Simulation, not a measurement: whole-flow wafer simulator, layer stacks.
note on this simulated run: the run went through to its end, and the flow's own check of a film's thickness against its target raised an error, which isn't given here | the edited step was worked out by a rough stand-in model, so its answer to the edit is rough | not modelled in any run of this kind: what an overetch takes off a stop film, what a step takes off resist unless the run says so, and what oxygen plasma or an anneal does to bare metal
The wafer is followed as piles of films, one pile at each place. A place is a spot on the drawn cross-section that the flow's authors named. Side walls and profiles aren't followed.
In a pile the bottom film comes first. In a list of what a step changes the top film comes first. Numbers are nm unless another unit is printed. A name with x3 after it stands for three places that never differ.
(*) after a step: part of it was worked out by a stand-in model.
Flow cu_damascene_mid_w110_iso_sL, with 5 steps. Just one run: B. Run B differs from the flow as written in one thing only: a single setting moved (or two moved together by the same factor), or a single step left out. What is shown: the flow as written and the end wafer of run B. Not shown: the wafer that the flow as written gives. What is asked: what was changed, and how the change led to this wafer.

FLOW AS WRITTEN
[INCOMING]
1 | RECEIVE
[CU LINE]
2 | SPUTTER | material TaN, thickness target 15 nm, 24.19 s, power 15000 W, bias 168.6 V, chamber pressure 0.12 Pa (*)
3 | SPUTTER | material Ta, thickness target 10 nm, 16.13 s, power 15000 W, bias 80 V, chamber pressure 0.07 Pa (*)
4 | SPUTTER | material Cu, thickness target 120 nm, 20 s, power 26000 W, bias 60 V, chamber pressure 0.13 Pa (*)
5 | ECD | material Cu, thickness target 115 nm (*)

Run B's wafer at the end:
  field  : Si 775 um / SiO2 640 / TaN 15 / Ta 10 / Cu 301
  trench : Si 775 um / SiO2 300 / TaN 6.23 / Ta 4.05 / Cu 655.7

Cause: step 4, SPUTTER: 31 s was run, though the flow has 20 s.

The path from the change to this, step by step:
  4 | SPUTTER | material Cu, thickness target 120 nm, 20 s, power 26000 W, bias 60 V, chamber pressure 0.13 Pa (*)
      field: +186 Cu (new film) (it would be, as written: +120 Cu (new film))
      trench: +77.4 Cu (new film) (it would be, as written: +49.9 Cu (new film))
  5 | ECD | material Cu, thickness target 115 nm (*)
      trench: +578.3 Cu (it would be, as written: +539.8 Cu)
